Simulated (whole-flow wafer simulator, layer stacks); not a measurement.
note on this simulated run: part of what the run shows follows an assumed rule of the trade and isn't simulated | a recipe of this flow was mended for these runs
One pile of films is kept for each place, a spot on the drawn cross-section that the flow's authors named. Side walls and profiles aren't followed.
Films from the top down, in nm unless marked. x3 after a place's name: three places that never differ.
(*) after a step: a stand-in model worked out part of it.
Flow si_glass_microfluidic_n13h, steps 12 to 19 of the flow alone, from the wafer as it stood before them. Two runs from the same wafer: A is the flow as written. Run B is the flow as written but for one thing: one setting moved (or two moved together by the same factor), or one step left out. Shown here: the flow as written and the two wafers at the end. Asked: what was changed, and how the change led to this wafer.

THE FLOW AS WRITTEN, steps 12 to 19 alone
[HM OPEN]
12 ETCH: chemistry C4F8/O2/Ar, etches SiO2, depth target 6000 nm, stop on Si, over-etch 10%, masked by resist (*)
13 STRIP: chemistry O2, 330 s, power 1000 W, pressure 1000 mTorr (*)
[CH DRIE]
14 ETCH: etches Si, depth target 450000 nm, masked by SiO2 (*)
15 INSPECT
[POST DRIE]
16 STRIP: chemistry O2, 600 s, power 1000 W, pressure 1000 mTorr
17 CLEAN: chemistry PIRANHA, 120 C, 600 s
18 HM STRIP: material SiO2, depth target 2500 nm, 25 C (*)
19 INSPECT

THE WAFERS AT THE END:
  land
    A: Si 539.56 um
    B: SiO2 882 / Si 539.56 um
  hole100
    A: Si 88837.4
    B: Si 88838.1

The cause: step 13, STRIP: chemistry O2, 330 s, power 1000 W, pressure 1000 mTorr (*), was left out.

How the change led to this, step by step:
  14 ETCH: etches Si, depth target 450000 nm, masked by SiO2 (*)
      land: A SiO2 -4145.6 | B thick-i-line-resist -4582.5 (all of it), SiO2 -1868
      hole100: A chemical SiO2 -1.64 (all of it), Si -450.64 um | B Si -450.64 um
  18 HM STRIP: material SiO2, depth target 2500 nm, 25 C (*)
      land: A SiO2 -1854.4 (all of it) | B SiO2 -3250
